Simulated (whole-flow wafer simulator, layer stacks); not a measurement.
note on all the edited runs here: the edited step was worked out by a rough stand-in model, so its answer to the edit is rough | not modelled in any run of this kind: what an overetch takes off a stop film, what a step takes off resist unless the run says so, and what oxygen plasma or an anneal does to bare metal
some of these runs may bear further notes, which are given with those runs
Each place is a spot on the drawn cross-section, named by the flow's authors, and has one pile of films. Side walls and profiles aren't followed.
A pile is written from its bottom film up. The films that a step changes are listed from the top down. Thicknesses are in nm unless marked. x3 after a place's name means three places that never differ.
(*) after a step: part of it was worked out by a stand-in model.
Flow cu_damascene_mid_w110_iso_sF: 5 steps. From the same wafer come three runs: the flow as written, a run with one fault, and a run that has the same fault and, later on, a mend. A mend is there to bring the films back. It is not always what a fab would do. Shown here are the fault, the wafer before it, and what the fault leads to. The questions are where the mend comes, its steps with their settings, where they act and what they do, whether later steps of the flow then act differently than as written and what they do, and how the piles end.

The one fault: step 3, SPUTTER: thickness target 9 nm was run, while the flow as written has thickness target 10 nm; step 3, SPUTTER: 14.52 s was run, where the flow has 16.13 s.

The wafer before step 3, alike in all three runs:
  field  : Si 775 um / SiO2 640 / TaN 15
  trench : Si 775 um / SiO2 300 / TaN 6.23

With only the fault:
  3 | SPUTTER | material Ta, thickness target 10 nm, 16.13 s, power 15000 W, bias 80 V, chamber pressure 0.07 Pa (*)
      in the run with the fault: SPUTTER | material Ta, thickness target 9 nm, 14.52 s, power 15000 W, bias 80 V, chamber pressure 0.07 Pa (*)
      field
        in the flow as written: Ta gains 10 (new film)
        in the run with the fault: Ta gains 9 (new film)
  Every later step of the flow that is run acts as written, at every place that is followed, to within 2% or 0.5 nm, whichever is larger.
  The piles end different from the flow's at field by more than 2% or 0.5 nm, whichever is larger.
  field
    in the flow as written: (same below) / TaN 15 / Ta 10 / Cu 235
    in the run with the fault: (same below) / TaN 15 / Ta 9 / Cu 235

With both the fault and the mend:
  The mend follows step 3.
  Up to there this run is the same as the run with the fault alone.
  3a | SPUTTER | material Ta, thickness target 1 nm, 1.613 s, power 15000 W, bias 80 V, chamber pressure 0.07 Pa (*) (a further turn of the flow's step 3, with different settings)
      field
        Ta gains 1
      trench
        Ta gains 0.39
  Every later step of the flow that is run acts as written at every place that is followed.
  At the end the piles are close to the flow's at the places that both follow, differing by at most 2% or 0.5 nm, whichever is larger.
